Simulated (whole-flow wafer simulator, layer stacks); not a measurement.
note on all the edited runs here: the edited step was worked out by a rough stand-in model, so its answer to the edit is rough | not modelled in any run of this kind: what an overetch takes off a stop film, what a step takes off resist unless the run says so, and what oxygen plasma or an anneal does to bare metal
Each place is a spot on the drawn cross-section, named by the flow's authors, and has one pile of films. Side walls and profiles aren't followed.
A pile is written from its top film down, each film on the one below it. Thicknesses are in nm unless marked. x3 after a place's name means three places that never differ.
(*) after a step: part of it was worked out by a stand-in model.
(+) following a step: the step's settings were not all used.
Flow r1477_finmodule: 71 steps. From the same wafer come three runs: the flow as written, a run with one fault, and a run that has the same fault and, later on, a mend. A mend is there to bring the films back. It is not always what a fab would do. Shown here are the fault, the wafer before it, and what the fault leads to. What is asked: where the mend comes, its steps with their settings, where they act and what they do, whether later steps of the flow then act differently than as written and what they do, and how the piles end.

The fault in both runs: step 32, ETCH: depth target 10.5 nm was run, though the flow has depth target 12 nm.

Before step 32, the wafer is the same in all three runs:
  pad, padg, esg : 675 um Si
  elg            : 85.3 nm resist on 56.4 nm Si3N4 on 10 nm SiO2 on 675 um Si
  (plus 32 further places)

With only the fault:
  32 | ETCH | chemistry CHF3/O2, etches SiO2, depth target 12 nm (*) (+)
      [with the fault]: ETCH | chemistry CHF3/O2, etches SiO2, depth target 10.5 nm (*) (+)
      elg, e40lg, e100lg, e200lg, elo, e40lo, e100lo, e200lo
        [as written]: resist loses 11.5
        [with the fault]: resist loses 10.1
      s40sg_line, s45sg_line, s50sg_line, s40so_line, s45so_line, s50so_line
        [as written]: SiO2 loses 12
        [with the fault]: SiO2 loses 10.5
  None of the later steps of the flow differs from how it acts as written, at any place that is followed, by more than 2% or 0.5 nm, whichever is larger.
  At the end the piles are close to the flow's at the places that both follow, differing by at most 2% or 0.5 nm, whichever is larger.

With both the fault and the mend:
  After step 32 comes the mend.
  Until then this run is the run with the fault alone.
  32a | ETCH | chemistry CHF3/O2, etches SiO2, depth target 1.5 nm (*) (a further turn of the flow's step 32, with different settings)
      pad, padg, e40sg and 11 more
        Si loses 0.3
      elg, e40lg, e100lg, e200lg, elo, e40lo, e100lo, e200lo
        resist loses 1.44
      s40sg_line, s45sg_line, s50sg_line, s40so_line, s45so_line, s50so_line
        SiO2 loses 1.5
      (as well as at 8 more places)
  None of the later steps of the flow differs from how it acts as written, at any place that is followed, by more than 2% or 0.5 nm, whichever is larger.
  At the end the piles are close to the flow's at the places that both follow, differing by at most 2% or 0.5 nm, whichever is larger.
